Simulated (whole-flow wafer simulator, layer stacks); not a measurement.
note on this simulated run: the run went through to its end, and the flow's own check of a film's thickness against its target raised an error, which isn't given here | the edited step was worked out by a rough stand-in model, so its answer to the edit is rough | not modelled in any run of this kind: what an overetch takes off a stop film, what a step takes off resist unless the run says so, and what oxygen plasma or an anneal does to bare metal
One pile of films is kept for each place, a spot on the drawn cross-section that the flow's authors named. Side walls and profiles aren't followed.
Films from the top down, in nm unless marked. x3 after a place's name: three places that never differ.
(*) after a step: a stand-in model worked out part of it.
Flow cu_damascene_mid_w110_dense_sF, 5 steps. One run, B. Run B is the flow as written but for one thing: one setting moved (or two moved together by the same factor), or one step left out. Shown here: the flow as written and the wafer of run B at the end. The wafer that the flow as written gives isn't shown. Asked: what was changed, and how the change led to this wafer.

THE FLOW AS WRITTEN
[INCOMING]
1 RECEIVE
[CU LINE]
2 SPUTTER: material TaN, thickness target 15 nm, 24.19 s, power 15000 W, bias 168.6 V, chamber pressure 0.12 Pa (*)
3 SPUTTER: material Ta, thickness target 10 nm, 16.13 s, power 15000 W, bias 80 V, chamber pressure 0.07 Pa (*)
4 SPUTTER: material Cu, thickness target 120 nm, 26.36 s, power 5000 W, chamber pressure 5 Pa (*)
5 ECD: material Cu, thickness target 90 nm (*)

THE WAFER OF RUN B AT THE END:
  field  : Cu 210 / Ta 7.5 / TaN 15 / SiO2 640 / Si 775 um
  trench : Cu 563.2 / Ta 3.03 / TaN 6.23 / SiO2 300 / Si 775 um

The cause: step 3, SPUTTER: thickness target 7.5 nm was run, where the flow has thickness target 10 nm; step 3, SPUTTER: 12.1 s was run, where the flow has 16.13 s.
It can be read off the wafer: field has Ta 7.5, and step 3 as written asks for 10 nm.

How the change led to this, step by step:
  3 SPUTTER: material Ta, thickness target 10 nm, 16.13 s, power 15000 W, bias 80 V, chamber pressure 0.07 Pa (*)
      field: Ta +7.5 (new film) (as written it would be: Ta +10 (new film))
      trench: Ta +3.03 (new film) (as written it would be: Ta +4.05 (new film))
